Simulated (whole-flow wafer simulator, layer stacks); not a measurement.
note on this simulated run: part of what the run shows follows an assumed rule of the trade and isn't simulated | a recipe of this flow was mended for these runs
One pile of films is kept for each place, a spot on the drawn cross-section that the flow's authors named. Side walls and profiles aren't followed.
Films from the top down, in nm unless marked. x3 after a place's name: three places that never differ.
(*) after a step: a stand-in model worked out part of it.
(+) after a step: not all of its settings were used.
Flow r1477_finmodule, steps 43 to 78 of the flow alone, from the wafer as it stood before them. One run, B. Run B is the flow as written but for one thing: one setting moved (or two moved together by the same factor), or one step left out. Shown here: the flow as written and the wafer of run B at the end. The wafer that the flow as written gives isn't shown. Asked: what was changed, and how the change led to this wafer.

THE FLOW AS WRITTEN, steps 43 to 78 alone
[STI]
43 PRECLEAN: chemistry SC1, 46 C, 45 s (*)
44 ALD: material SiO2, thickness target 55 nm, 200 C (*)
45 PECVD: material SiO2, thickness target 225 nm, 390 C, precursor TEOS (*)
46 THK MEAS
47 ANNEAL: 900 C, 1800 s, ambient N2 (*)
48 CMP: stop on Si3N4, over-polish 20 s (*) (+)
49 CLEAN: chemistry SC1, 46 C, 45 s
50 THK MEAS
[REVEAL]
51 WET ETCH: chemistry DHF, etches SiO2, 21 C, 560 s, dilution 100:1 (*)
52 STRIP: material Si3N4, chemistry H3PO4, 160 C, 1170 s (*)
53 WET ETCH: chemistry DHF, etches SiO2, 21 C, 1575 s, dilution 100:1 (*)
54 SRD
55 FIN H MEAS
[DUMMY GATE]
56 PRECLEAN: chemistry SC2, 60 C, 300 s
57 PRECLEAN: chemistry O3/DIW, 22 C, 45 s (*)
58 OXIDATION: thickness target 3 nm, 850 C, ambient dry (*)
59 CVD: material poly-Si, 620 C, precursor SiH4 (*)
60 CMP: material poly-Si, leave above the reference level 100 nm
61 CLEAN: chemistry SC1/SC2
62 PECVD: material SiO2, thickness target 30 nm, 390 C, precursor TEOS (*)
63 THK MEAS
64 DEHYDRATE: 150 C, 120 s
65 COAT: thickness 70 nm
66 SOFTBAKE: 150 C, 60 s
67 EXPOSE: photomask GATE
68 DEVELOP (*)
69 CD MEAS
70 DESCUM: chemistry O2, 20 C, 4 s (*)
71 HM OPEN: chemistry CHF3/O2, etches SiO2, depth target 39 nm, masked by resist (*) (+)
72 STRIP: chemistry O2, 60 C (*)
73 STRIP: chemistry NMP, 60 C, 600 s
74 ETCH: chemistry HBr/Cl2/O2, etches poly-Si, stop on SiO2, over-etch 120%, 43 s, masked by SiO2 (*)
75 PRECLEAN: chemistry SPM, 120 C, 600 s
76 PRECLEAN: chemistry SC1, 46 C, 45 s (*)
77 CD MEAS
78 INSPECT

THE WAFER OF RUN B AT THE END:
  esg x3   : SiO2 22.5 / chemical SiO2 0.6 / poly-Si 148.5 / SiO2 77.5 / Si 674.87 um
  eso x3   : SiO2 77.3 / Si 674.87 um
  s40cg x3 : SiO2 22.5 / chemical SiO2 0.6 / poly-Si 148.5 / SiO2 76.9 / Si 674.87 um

The cause: step 45, PECVD: thickness target 249.9 nm was run, where the flow has thickness target 225 nm; step 51, WET ETCH: 23.1 C was run, where the flow has 21 C.

How the change led to this, step by step:
  45 PECVD: material SiO2, thickness target 225 nm, 390 C, precursor TEOS (*)
      pad, padg, elg x4 and 30 more: SiO2 +249.9 (as written it would be: SiO2 +225)
  47 ANNEAL: 900 C, 1800 s, ambient N2 (*)
      pad, padg, elg x4 and 30 more: SiO2 -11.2 (as written it would be: SiO2 -10.1)
  48 CMP: stop on Si3N4, over-polish 20 s (*) (+)
      s40cg x3, s40sg x3, s40co x3, s40so x3: SiO2 -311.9 (as written it would be: SiO2 -288.1)
      elg x4, elo x4: SiO2 -271.3 (as written it would be: SiO2 -247.6)
      (and at 16 more places)
  51 WET ETCH: chemistry DHF, etches SiO2, 21 C, 560 s, dilution 100:1 (*)
      esg x3, e200sg, s40cg x3, s40sg x3, eso x3, e200so, s40co x3, s40so x3: SiO2 -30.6 (as written it would be: SiO2 -28.1)
      pad, padg: SiO2 -33.2 (as written it would be: SiO2 -30.5)
  60 CMP: material poly-Si, leave above the reference level 100 nm
      pad, padg: poly-Si -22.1 (as written it would be: poly-Si -24.8)
